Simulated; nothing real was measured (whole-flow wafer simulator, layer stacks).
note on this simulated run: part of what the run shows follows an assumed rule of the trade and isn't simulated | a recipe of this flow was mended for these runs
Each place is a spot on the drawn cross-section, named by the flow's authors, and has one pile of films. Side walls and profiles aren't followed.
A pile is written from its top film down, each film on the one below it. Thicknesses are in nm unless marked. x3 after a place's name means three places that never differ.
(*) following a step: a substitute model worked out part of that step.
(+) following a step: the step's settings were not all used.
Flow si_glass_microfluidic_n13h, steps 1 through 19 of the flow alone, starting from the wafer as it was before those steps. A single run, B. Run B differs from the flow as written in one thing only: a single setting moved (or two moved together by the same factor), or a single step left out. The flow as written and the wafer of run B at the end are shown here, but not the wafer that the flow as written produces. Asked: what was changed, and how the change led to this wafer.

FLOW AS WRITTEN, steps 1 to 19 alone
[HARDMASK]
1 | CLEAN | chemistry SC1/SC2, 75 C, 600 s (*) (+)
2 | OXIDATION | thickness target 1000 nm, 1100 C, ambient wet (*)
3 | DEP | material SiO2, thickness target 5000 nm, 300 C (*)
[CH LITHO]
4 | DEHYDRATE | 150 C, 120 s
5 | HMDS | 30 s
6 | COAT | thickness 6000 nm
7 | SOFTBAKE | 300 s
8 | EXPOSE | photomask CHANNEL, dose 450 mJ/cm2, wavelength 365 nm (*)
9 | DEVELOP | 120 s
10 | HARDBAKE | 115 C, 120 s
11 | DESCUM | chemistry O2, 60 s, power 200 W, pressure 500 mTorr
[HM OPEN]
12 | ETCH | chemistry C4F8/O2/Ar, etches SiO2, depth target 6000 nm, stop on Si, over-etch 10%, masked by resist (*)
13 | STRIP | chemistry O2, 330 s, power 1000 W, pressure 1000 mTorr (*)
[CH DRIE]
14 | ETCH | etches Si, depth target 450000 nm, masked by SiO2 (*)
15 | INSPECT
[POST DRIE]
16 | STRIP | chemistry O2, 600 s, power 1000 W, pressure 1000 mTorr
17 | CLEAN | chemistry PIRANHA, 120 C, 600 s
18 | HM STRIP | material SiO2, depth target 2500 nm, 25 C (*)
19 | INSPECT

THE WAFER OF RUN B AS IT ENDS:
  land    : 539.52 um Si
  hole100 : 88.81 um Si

What caused this: step 2, OXIDATION: 1123 C was run, though the flow has 1100 C.

How this came from the change, step by step:
  2 | OXIDATION | thickness target 1000 nm, 1100 C, ambient wet (*)
      land, hole100: +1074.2 SiO2 (new film), -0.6 chemical SiO2 (all of it), -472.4 Si (as written it would have been: +1000 SiO2 (new film), -0.6 chemical SiO2 (all of it), -439.7 Si)
  12 | ETCH | chemistry C4F8/O2/Ar, etches SiO2, depth target 6000 nm, stop on Si, over-etch 10%, masked by resist (*)
      hole100: -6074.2 SiO2 (all of it), -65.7 Si (as written it would have been: -6000 SiO2 (all of it), -75 Si)
  18 | HM STRIP | material SiO2, depth target 2500 nm, 25 C (*)
      land: -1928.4 SiO2 (all of it) (as written it would have been: -1854.4 SiO2 (all of it))
